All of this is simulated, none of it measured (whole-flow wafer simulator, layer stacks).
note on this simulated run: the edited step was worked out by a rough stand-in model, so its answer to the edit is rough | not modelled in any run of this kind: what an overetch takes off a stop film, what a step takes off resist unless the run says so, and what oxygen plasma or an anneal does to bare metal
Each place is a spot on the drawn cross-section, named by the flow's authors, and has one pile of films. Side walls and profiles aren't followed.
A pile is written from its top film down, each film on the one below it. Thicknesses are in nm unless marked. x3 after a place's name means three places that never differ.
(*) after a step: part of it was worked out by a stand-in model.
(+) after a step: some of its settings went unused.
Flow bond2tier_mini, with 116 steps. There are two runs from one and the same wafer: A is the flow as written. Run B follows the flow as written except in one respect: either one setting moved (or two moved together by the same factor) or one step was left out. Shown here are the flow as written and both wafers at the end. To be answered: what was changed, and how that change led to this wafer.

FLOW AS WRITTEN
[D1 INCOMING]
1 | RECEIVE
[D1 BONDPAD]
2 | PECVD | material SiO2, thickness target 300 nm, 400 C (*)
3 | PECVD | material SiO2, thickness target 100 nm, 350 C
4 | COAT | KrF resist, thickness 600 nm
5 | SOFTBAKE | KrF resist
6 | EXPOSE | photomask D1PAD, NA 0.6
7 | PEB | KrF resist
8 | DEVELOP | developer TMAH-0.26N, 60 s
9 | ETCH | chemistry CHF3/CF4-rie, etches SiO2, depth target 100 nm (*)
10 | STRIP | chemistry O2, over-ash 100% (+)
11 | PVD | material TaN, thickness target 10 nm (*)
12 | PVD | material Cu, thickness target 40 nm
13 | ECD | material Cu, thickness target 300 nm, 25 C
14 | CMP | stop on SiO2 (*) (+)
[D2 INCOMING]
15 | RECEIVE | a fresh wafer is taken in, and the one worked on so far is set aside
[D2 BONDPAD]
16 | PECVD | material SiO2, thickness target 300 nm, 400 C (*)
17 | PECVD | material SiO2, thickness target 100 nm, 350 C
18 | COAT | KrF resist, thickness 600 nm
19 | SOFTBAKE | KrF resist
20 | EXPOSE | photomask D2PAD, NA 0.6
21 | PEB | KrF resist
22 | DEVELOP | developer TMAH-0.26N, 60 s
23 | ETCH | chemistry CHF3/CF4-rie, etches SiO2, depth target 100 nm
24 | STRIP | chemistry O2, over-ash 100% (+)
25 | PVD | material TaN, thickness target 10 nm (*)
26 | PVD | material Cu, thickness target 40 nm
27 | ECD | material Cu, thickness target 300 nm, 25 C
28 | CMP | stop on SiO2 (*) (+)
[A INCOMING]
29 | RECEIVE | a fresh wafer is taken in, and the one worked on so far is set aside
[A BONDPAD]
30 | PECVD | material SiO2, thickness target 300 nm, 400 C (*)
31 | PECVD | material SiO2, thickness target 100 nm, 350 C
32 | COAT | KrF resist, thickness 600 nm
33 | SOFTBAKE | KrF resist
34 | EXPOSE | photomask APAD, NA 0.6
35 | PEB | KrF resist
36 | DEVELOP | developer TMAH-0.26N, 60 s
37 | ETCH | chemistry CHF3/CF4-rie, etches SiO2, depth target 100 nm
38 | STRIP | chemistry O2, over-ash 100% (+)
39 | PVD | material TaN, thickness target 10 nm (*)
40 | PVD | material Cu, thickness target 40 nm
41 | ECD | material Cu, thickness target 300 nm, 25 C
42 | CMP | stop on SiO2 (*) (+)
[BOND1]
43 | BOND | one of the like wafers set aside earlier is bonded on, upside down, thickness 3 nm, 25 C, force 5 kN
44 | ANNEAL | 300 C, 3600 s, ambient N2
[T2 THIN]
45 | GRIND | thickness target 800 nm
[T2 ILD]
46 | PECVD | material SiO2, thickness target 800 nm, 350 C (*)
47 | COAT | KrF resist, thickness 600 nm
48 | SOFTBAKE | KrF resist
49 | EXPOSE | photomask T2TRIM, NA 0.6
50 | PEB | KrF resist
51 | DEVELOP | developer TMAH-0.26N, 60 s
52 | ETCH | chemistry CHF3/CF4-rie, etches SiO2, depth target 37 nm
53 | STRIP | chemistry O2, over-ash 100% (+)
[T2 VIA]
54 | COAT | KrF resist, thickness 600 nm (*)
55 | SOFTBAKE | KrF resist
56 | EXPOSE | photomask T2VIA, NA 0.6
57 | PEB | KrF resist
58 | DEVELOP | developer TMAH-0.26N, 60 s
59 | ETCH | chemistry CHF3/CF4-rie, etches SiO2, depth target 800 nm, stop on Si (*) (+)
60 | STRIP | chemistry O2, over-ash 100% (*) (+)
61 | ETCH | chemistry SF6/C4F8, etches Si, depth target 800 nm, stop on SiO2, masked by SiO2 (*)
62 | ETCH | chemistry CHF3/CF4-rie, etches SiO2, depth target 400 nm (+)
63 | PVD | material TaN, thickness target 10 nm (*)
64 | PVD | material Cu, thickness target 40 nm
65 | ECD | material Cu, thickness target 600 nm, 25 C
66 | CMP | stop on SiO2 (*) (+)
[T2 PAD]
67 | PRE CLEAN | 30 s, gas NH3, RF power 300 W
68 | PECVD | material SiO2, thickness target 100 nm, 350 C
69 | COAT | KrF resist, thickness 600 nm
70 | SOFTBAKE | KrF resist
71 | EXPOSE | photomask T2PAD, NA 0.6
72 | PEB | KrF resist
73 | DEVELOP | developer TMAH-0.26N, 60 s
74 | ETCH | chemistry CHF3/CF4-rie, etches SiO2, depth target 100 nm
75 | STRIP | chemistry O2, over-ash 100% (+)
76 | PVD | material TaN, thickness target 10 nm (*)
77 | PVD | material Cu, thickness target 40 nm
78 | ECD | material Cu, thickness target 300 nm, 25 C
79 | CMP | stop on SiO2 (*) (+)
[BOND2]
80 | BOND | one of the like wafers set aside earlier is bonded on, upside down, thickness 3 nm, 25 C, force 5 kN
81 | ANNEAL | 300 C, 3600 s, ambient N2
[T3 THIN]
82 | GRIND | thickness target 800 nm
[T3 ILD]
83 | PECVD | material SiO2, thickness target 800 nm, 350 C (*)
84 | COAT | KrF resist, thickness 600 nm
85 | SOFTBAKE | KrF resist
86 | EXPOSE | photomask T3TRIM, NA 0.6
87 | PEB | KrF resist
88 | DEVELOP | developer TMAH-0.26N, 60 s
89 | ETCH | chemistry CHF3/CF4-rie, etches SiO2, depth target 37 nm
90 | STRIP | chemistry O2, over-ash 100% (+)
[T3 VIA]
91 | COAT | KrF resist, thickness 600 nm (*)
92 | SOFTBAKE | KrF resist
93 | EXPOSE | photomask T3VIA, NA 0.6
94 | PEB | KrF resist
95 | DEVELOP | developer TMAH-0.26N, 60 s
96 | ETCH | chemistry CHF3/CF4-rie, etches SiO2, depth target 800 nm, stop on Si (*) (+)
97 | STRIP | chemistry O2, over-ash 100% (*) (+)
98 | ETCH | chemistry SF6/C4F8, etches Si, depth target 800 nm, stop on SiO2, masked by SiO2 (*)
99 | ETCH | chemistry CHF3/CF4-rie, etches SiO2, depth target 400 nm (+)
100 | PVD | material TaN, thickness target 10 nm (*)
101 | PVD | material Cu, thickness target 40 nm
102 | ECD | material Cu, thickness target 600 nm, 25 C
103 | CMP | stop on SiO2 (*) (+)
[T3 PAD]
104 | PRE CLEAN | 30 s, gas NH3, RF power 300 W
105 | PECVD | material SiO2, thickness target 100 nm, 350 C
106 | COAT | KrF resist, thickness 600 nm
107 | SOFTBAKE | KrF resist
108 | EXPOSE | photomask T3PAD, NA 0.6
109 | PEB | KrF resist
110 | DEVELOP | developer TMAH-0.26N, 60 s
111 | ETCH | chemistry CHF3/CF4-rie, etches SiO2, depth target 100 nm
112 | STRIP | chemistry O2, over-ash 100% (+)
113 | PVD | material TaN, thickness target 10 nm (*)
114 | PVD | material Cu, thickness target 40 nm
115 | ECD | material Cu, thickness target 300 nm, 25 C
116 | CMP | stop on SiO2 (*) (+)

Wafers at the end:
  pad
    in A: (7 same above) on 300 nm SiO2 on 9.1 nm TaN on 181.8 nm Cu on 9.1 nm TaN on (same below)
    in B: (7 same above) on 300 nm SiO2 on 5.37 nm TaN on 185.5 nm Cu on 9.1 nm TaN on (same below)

Cause: step 25, PVD: thickness target 5.9 nm was run, though the flow has thickness target 10 nm.

Step by step, how the change led to this:
  25 | PVD | material TaN, thickness target 10 nm (*)
      field: A +10 TaN (new film) | B +5.9 TaN (new film)
      pad: A +9.1 TaN (new film) | B +5.37 TaN (new film)
      (and at 1 other place as well)
  28 | CMP | stop on SiO2 (*) (+)
      field: A -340 Cu (all of it), -10 TaN (all of it) | B -340 Cu (all of it), -5.9 TaN (all of it)
  80 | BOND | one of the like wafers set aside earlier is bonded on, upside down, thickness 3 nm, 25 C, force 5 kN
      pad: A +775 um Si (new film), +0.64 chemical SiO2 (new film), +300 SiO2 (new film), +9.1 TaN (new film), +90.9 Cu | B +775 um Si (new film), +0.64 chemical SiO2 (new film), +300 SiO2 (new film), +5.37 TaN (new film), +94.6 Cu
